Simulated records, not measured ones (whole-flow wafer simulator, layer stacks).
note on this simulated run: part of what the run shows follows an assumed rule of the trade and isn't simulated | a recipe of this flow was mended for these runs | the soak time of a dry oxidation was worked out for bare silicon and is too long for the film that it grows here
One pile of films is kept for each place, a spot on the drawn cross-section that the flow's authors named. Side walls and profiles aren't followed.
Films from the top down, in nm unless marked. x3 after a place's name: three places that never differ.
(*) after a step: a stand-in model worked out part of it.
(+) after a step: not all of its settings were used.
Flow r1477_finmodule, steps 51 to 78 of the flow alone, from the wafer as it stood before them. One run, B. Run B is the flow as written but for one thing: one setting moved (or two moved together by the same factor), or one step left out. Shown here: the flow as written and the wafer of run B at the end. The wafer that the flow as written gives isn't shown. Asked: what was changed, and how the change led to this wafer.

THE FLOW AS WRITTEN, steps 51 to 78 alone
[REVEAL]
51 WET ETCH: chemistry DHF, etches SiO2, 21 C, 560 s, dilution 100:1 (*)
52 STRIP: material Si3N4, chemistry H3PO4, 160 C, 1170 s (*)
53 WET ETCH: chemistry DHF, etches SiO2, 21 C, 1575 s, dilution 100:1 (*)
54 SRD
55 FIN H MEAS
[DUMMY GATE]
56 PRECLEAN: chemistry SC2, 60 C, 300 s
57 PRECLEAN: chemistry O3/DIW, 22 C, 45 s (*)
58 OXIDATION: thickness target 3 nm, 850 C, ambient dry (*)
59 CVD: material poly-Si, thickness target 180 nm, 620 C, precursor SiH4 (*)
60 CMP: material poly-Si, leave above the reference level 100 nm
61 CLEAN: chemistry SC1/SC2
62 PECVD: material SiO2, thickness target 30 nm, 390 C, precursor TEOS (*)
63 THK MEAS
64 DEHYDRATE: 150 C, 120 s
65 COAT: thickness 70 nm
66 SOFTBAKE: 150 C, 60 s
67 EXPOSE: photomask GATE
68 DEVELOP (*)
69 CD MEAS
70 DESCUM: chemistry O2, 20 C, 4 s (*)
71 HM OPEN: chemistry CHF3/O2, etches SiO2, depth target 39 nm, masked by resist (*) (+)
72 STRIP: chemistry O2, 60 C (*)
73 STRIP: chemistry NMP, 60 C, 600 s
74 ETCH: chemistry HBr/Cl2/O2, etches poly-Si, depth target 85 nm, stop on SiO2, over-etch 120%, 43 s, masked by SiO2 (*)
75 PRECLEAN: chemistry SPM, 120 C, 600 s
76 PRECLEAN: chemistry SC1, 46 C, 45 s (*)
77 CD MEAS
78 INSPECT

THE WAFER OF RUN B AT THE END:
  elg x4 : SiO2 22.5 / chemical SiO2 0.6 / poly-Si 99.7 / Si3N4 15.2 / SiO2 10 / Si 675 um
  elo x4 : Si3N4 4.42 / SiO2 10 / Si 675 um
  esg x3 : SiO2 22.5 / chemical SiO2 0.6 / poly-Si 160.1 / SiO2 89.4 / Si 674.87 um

The cause: step 51, WET ETCH: 371 s was run, where the flow has 560 s.

How the change led to this, step by step:
  51 WET ETCH: chemistry DHF, etches SiO2, 21 C, 560 s, dilution 100:1 (*)
      elg x4, elo x4: SiO2 -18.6 (as written it would be: SiO2 -22.3 (all of it), Si3N4 -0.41)
      esg x3, e200sg, s40cg x3, s40sg x3, eso x3, e200so, s40co x3, s40so x3: SiO2 -18.6 (as written it would be: SiO2 -28.1)
      (and at 8 more places)
  52 STRIP: material Si3N4, chemistry H3PO4, 160 C, 1170 s (*)
      elg x4, elo x4: SiO2 -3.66 (all of it), Si3N4 -14.8 (as written it would be: Si3N4 -33.9 (all of it), SiO2 -2.15)
  53 WET ETCH: chemistry DHF, etches SiO2, 21 C, 1575 s, dilution 100:1 (*)
      elg x4, elo x4: Si3N4 -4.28 (as written it would be: SiO2 -7.85 (all of it))
  57 PRECLEAN: chemistry O3/DIW, 22 C, 45 s (*)
      elg x4, elo x4: nothing (as written it would be: chemical SiO2 +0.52, Si -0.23)
  58 OXIDATION: thickness target 3 nm, 850 C, ambient dry (*)
      elg x4, elo x4: nothing (as written it would be: SiO2 +3 (new film), chemical SiO2 -0.85 (all of it), Si -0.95)
  59 CVD: material poly-Si, thickness target 180 nm, 620 C, precursor SiH4 (*)
      s40cg x3, s40sg x3, s40co x3, s40so x3: poly-Si +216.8 (new film) (as written it would be: poly-Si +226.3 (new film))
      esg x3, eso x3: poly-Si +240.3 (new film) (as written it would be: poly-Si +226.3 (new film))
      (and at 2 more places)
  60 CMP: material poly-Si, leave above the reference level 100 nm
      s40cg x3, s40sg x3, s40sg_line x3, s40co x3, s40so x3, s40so_line x3: poly-Si -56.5 (as written it would be: poly-Si -80)
      pad, padg: poly-Si -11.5 (as written it would be: poly-Si -24.8)
      (and at 2 more places)
  74 ETCH: chemistry HBr/Cl2/O2, etches poly-Si, depth target 85 nm, stop on SiO2, over-etch 120%, 43 s, masked by SiO2 (*)
      elo x4: chemical SiO2 -1.12 (all of it), poly-Si -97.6 (all of it), Si3N4 -10.8 (as written it would be: chemical SiO2 -1.12 (all of it), poly-Si -97.6 (all of it), SiO2 -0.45)
      eso x3, e200so, s40co x3, s40so x3: chemical SiO2 -1.12 (all of it), poly-Si -157.9 (all of it), SiO2 -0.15 (as written it would be: chemical SiO2 -1.12 (all of it), poly-Si -143.9 (all of it), SiO2 -0.22)
      (and at 4 more places)
